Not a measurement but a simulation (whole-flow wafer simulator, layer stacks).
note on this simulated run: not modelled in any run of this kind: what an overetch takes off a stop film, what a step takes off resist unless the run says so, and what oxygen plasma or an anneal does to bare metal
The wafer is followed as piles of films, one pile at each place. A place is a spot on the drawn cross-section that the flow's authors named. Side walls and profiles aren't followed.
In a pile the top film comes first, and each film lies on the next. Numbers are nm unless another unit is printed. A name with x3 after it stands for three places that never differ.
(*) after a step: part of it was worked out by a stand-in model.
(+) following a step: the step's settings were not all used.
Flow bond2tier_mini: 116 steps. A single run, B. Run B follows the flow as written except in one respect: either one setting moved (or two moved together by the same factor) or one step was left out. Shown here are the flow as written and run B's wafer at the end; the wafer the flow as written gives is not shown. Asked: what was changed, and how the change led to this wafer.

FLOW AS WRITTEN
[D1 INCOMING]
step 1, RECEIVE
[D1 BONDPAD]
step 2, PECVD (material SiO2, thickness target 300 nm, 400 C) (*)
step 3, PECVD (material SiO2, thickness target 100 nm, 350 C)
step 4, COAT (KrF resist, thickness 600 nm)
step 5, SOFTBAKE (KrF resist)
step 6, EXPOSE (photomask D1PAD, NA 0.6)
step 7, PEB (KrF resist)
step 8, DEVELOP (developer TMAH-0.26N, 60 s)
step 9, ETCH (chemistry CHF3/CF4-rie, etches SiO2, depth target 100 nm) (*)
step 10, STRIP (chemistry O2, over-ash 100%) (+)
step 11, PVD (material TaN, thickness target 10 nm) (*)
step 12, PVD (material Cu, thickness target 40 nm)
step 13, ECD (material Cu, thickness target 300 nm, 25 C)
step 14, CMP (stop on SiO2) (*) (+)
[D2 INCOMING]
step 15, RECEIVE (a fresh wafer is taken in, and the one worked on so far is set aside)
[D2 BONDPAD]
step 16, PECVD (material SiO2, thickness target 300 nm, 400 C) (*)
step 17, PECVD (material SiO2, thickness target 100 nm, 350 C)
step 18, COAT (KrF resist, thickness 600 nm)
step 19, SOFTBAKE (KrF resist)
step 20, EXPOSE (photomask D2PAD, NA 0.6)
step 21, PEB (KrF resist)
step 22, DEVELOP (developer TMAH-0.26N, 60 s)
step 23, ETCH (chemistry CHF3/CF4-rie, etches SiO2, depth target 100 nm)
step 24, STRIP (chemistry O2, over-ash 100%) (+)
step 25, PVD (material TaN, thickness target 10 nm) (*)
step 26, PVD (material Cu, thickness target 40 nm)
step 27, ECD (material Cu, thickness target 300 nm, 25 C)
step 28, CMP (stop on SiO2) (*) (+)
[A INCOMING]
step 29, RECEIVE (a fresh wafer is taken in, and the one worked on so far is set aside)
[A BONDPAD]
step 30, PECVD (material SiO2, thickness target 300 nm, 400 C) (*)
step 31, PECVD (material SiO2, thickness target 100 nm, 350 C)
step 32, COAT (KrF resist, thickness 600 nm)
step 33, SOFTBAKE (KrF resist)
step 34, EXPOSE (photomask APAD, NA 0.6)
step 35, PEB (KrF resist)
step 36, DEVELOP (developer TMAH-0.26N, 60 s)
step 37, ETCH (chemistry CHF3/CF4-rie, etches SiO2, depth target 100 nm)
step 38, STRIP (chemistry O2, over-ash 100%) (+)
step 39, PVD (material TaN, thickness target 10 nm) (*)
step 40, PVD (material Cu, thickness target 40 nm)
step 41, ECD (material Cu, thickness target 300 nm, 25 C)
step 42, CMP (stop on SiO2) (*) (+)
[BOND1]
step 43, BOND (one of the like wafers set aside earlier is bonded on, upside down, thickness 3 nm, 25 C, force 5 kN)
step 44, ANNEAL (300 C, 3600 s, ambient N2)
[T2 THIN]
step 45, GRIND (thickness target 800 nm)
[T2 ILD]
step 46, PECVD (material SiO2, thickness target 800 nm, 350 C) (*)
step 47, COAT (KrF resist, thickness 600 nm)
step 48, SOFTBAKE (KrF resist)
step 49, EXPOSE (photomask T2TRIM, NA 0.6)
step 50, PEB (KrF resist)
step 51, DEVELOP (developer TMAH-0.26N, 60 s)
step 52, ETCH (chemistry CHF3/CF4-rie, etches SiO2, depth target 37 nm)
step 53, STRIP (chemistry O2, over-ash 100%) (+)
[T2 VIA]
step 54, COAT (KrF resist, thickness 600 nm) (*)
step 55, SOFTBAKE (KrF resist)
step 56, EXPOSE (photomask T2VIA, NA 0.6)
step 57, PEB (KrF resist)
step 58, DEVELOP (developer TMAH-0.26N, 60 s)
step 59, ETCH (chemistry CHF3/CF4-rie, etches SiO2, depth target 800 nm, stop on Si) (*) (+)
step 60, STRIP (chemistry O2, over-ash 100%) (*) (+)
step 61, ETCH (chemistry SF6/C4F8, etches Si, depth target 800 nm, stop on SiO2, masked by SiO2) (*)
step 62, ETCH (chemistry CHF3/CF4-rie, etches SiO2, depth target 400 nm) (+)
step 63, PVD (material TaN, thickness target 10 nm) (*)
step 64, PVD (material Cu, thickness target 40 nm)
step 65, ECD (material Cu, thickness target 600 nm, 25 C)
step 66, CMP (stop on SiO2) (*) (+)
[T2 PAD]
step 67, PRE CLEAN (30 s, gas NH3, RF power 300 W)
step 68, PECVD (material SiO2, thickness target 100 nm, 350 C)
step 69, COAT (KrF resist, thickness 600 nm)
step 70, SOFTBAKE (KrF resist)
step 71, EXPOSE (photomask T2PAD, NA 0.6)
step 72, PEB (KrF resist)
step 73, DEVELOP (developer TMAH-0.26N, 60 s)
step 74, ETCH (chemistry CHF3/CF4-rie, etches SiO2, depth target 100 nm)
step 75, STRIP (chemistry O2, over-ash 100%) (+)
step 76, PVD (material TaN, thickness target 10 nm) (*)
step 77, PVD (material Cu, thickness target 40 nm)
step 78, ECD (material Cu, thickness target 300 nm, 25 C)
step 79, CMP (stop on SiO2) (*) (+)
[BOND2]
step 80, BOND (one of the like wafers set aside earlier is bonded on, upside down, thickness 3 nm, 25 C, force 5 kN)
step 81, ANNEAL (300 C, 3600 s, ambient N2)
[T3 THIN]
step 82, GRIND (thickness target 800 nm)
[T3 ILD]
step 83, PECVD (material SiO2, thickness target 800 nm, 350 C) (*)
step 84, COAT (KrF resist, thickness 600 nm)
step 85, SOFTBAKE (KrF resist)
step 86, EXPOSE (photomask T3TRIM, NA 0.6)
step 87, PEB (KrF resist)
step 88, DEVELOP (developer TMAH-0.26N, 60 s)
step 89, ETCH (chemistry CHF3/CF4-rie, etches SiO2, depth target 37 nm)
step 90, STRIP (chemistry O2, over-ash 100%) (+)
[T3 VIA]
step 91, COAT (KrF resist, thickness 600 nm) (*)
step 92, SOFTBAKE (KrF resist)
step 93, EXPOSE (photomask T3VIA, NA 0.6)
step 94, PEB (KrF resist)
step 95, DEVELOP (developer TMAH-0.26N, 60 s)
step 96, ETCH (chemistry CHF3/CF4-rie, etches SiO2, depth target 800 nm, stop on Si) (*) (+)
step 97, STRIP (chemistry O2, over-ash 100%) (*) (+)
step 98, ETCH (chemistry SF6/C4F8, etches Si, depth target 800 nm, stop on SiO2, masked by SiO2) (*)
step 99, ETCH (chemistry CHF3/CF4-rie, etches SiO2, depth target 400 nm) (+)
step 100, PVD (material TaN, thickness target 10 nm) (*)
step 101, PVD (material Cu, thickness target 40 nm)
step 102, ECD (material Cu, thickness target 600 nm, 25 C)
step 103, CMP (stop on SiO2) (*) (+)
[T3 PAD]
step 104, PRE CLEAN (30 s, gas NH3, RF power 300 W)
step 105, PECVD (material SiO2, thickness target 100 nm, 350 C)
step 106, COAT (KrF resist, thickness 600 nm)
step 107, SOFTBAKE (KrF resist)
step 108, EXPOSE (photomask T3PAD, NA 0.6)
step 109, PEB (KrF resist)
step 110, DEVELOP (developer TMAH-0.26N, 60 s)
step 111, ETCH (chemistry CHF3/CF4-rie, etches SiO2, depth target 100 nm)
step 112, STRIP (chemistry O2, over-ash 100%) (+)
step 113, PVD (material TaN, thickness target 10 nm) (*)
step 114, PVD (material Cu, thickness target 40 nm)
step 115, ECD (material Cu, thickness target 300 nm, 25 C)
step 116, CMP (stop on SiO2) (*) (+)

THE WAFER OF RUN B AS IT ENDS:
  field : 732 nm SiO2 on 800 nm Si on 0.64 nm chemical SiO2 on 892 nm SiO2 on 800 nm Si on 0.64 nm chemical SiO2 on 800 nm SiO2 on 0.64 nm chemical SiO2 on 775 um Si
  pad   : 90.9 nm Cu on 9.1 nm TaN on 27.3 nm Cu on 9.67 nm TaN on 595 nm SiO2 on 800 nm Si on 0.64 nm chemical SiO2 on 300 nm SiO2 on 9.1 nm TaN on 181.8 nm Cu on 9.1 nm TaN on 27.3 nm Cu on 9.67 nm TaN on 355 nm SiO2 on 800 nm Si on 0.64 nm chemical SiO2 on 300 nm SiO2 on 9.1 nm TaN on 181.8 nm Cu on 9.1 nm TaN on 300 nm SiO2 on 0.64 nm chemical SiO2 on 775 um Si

What caused this: step 99, ETCH: depth target 160 nm was run, while the flow as written has depth target 400 nm.

How this came from the change, step by step:
  step 99, ETCH (chemistry CHF3/CF4-rie, etches SiO2, depth target 400 nm) (+)
      field, pad: SiO2 loses 160 (as written it would have been: SiO2 loses 400)
